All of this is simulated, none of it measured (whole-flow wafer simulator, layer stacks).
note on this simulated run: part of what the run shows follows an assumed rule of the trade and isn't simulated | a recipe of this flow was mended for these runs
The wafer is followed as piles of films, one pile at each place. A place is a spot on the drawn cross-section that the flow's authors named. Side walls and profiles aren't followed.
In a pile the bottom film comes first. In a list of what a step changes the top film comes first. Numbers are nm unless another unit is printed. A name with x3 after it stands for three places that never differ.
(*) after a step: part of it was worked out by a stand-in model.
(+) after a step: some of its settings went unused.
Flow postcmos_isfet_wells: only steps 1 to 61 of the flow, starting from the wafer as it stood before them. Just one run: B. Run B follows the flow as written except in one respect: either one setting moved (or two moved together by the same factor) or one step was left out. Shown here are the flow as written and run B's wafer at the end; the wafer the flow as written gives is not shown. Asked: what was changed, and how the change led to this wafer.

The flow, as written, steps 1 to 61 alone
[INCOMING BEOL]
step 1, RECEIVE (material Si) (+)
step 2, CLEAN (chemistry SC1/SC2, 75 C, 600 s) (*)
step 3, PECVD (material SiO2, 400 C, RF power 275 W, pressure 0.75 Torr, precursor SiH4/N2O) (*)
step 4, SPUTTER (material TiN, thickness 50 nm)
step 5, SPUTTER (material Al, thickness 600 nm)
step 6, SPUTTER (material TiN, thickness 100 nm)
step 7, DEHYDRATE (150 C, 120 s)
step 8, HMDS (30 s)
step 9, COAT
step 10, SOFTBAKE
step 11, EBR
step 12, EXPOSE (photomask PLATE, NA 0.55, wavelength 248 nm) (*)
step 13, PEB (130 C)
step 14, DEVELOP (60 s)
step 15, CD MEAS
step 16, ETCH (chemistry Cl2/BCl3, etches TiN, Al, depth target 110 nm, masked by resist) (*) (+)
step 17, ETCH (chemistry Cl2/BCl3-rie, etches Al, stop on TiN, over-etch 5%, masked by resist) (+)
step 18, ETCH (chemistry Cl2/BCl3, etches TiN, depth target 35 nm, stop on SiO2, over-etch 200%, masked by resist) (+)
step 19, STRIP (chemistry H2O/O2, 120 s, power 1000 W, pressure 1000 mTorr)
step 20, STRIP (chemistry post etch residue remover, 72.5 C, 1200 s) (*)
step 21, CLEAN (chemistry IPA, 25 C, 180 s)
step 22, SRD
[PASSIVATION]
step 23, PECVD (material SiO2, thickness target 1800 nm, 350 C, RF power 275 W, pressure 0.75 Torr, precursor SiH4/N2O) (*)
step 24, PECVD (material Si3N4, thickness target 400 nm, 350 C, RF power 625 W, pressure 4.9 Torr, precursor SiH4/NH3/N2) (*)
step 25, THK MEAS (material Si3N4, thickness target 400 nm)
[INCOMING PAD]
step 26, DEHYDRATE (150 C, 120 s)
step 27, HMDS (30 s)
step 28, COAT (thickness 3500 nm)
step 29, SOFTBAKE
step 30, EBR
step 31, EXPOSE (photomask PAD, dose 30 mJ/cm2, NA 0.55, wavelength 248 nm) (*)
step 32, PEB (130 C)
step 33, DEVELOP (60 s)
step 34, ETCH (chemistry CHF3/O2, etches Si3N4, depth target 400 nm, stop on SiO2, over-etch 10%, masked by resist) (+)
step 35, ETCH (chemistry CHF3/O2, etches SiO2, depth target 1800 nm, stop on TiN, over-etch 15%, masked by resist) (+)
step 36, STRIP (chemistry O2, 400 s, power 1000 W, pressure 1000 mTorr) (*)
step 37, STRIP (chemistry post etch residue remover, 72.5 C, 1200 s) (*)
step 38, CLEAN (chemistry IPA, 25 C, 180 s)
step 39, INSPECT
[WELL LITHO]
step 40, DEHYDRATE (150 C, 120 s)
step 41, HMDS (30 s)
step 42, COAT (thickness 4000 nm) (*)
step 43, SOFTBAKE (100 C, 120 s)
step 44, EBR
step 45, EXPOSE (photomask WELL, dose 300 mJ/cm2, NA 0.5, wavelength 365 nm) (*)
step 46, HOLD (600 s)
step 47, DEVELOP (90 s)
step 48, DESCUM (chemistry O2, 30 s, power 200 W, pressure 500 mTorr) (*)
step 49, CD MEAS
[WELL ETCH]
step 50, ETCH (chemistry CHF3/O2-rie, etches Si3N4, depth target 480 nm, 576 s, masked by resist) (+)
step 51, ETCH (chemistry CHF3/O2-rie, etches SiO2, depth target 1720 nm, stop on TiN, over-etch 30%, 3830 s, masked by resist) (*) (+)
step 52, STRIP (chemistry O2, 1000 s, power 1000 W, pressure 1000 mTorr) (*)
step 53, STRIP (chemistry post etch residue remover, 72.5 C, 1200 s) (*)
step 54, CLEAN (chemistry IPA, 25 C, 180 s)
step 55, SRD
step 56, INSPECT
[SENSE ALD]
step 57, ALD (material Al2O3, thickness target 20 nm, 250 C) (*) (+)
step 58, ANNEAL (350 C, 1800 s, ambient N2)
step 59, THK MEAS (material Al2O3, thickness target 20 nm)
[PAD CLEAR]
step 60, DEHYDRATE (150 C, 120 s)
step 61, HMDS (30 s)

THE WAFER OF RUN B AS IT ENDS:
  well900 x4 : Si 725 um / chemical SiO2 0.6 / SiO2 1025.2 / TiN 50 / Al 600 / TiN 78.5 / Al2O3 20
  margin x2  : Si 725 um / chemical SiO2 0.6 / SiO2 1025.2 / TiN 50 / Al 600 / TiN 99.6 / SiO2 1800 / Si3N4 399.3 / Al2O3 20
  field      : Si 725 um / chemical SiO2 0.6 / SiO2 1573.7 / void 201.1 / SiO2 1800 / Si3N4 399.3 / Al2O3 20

What caused this: step 3, PECVD: RF power 290 W was run, though the flow has RF power 275 W.

The path from the change to this, step by step:
  step 3, PECVD (material SiO2, 400 C, RF power 275 W, pressure 0.75 Torr, precursor SiH4/N2O) (*)
      field, margin x2, well900 x4, pad_clr, pad_open: +1025.2 SiO2 (new film) (in the flow as written it would be: +1000 SiO2 (new film))
